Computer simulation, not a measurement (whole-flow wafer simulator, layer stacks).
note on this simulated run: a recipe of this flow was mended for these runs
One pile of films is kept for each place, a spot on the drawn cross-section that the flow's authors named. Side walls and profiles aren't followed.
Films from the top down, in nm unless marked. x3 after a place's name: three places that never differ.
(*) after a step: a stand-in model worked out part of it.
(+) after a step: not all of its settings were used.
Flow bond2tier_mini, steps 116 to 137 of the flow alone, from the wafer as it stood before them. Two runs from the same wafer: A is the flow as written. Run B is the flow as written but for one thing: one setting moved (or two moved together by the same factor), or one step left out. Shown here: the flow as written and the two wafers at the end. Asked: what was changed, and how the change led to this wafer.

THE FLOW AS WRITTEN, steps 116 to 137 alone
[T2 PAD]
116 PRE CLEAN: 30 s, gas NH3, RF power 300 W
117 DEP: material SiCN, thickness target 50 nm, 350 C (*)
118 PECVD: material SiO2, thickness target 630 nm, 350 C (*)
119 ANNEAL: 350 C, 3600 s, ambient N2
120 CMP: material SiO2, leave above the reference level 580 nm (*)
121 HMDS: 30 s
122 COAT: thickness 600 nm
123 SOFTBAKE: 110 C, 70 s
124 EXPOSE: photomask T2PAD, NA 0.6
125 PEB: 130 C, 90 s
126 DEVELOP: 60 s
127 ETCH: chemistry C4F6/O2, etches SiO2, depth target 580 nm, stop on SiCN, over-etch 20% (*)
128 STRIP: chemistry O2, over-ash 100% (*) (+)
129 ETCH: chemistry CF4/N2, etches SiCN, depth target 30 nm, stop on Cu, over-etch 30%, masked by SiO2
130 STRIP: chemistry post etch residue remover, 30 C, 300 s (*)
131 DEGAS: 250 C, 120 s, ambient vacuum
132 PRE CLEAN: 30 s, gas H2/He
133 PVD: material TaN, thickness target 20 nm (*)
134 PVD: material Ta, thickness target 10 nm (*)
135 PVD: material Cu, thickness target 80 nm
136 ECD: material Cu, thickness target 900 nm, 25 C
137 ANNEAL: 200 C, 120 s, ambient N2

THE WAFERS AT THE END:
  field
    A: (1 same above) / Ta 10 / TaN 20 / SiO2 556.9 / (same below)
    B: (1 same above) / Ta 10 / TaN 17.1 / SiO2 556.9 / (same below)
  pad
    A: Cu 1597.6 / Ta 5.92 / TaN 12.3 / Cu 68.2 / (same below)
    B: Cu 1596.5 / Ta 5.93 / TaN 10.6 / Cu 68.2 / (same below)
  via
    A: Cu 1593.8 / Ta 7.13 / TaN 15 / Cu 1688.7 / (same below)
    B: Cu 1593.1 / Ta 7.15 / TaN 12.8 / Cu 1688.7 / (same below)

The cause: step 133, PVD: thickness target 17.1 nm was run, where the flow has thickness target 20 nm.
It can be read off the wafer: field has TaN 17.1, and step 133 as written asks for 20 nm.

How the change led to this, step by step:
  133 PVD: material TaN, thickness target 20 nm (*)
      field: A TaN +20 (new film) | B TaN +17.1 (new film)
      pad: A TaN +12.3 (new film) | B TaN +10.6 (new film)
      (and at 1 more place)
